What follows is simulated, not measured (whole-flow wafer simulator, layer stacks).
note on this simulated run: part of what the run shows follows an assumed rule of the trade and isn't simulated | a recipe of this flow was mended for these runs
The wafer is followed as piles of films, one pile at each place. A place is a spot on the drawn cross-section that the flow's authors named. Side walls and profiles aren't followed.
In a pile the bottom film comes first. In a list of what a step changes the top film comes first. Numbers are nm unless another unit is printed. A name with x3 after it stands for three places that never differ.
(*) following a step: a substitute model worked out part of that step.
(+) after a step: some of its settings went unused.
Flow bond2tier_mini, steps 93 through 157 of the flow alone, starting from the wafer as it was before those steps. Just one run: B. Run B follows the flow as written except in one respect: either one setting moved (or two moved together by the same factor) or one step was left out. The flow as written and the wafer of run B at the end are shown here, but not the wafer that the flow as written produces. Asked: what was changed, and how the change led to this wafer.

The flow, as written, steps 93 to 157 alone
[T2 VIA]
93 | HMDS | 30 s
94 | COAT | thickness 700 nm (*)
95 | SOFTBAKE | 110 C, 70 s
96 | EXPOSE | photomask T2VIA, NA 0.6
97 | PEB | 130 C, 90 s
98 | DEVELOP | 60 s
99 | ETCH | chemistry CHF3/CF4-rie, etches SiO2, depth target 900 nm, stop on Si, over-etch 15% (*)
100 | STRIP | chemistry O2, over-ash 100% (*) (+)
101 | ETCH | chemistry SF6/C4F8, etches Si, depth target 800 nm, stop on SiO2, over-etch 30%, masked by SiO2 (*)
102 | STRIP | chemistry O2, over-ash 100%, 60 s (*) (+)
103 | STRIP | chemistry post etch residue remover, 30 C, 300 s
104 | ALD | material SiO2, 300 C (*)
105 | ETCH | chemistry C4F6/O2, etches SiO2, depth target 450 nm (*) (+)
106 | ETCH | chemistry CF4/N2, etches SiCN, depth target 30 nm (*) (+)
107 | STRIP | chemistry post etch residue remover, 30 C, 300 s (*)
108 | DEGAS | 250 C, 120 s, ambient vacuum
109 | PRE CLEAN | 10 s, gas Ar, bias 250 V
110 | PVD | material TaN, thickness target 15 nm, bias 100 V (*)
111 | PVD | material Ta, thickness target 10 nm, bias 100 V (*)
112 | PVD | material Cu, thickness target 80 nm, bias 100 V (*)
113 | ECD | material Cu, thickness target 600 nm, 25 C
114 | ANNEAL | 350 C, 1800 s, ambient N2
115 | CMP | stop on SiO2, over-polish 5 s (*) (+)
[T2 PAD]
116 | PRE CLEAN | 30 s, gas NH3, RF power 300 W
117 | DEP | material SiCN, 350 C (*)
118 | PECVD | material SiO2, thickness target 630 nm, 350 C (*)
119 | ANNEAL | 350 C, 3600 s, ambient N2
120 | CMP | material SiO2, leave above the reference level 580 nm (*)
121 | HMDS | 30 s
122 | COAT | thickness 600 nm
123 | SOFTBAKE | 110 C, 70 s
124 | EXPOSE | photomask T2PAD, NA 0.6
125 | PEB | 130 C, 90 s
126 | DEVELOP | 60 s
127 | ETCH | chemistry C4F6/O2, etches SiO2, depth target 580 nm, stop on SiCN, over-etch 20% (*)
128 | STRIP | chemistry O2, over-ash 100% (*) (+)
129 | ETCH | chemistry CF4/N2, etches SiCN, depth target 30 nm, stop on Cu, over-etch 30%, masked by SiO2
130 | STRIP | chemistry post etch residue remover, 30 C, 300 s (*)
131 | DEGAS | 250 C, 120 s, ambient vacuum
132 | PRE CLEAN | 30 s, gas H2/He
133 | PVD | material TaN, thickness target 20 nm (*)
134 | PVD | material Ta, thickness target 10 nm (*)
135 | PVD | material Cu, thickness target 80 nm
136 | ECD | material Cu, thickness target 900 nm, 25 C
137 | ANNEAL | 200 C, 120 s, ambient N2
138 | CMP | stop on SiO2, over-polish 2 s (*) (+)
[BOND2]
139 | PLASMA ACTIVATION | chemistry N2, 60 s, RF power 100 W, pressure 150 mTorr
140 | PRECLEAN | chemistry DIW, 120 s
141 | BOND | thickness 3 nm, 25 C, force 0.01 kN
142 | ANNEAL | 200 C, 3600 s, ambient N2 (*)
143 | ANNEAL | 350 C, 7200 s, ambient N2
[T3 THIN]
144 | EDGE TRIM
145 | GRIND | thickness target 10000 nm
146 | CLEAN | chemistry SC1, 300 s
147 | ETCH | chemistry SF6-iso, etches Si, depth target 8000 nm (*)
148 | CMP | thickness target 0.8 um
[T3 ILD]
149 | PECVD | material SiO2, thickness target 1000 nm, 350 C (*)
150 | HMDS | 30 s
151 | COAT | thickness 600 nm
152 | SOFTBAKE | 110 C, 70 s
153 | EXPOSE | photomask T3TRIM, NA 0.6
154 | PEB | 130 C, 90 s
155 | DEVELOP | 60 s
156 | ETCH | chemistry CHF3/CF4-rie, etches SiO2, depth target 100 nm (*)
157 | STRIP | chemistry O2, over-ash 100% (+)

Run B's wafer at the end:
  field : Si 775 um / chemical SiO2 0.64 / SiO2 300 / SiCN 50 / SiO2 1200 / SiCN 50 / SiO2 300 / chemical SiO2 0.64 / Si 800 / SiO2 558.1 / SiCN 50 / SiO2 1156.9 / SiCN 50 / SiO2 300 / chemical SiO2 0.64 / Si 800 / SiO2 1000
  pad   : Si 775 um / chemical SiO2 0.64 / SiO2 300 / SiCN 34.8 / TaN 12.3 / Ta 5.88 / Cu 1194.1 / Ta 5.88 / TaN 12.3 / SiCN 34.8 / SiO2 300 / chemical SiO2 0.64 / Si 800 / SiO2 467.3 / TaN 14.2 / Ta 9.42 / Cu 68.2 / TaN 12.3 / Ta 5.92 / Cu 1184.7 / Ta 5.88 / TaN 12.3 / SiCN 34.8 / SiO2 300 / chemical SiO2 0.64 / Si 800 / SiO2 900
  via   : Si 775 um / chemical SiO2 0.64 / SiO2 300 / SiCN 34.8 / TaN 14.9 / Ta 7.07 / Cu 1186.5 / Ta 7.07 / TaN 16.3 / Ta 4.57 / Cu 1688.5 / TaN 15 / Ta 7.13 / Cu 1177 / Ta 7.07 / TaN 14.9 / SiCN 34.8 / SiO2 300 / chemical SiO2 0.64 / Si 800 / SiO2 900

Cause: step 109, PRE CLEAN: bias 192 V was run, while the flow as written has bias 250 V.

The path from the change to this, step by step:
  109 | PRE CLEAN | 10 s, gas Ar, bias 250 V
      field, pad: SiO2 loses 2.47 (it would be, as written: SiO2 loses 3)
      via: TaN loses 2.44 (it would be, as written: TaN loses 3.19)
